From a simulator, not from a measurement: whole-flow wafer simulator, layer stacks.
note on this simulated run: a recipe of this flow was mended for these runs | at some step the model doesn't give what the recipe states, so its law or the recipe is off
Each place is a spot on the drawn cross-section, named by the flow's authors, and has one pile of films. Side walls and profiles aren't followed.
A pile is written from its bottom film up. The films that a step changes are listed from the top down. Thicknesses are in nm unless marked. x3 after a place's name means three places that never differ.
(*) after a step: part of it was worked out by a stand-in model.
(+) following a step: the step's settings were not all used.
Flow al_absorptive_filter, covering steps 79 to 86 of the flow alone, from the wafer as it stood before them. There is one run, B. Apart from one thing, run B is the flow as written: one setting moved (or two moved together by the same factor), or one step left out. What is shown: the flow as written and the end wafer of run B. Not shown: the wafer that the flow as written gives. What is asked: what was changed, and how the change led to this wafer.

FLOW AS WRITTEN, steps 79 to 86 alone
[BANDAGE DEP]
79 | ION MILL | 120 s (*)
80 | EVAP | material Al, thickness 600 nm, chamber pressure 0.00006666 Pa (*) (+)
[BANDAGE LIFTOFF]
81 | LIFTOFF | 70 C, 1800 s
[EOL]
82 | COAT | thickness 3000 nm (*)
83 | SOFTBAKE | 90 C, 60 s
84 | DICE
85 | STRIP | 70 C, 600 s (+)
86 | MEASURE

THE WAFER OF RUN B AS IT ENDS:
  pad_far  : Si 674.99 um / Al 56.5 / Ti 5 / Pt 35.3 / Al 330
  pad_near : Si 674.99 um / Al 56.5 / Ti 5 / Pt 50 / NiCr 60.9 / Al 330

The reason: step 80, EVAP: thickness 330 nm was run, though the flow has thickness 600 nm.
The wafer itself shows it: pad_far has Al 330, and step 80 as written asks for 600 nm.

Step by step, how the change led to this:
  80 | EVAP | material Al, thickness 600 nm, chamber pressure 0.00006666 Pa (*) (+)
      gnd, pad_far, pad_near and 11 more: +330 Al (new film) (it would be, as written: +600 Al (new film))
  81 | LIFTOFF | 70 C, 1800 s
      xa_field, xl_land, idc_field: -330 Al (all of it), -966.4 i-line-resist (all of it), -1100 lift-off-underlayer (all of it), -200 acrylic-e-beam-resist (all of it) (it would be, as written: -600 Al (all of it), -966.4 i-line-resist (all of it), -1100 lift-off-underlayer (all of it), -200 acrylic-e-beam-resist (all of it))
      gnd: -330 Al (all of it), -968.3 i-line-resist (all of it), -1103.3 lift-off-underlayer (all of it), -200.9 acrylic-e-beam-resist (all of it) (it would be, as written: -600 Al (all of it), -968.3 i-line-resist (all of it), -1103.3 lift-off-underlayer (all of it), -200.9 acrylic-e-beam-resist (all of it))
      (as well as at 8 more places)
  82 | COAT | thickness 3000 nm (*)
      pad_far: +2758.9 i-line-resist (new film) (it would be, as written: +2560.9 i-line-resist (new film))
      pad_near: +2681.7 i-line-resist (new film) (it would be, as written: +2480.3 i-line-resist (new film))
  83 | SOFTBAKE | 90 C, 60 s
      gnd: +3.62 i-line-resist (it would be, as written: +6.13 i-line-resist)
      pad_far: -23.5 i-line-resist (it would be, as written: -44.2 i-line-resist)
      (as well as at 3 more places)
  85 | STRIP | 70 C, 600 s (+)
      pad_far: -2735.4 i-line-resist (all of it) (it would be, as written: -2516.7 i-line-resist (all of it))
      pad_near: -2659.1 i-line-resist (all of it) (it would be, as written: -2439.3 i-line-resist (all of it))
